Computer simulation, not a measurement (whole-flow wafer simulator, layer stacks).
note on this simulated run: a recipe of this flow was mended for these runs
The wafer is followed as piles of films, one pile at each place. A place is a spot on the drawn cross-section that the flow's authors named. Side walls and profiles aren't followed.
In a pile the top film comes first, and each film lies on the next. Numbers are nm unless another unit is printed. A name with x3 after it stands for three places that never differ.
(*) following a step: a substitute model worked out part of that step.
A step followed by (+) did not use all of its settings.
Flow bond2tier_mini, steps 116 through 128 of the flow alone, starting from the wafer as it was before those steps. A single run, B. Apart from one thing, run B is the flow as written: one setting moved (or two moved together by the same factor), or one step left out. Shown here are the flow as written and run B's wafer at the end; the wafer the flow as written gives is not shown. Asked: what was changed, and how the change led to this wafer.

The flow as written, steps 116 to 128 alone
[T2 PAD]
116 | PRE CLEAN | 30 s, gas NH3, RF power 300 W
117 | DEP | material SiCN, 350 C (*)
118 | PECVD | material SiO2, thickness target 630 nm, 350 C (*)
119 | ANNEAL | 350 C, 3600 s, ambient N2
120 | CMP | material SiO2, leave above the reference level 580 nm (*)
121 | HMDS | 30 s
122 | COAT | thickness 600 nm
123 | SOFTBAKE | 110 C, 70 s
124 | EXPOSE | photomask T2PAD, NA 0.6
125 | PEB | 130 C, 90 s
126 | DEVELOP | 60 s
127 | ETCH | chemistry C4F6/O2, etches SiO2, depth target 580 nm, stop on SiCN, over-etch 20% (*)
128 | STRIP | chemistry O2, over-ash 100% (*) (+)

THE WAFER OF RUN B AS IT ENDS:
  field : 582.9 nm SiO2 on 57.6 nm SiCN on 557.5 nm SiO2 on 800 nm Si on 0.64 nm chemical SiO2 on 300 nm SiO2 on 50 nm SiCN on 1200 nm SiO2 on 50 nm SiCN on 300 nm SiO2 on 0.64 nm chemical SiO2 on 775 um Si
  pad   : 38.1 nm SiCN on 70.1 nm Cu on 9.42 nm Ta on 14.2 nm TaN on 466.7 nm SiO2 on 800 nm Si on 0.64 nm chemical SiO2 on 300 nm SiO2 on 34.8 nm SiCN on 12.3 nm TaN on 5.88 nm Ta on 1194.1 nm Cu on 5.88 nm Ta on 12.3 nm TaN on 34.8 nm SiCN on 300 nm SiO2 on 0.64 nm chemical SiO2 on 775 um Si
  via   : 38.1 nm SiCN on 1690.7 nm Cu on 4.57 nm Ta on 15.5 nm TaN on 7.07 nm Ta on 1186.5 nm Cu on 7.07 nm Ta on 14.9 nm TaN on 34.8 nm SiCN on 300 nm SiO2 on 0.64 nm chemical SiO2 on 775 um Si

The reason: step 117, DEP: 316 C was run, while the flow as written has 350 C.

How this came from the change, step by step:
  117 | DEP | material SiCN, 350 C (*)
      field, pad, via: SiCN gains 57.6 (new film) (as written it would have been: SiCN gains 50 (new film))
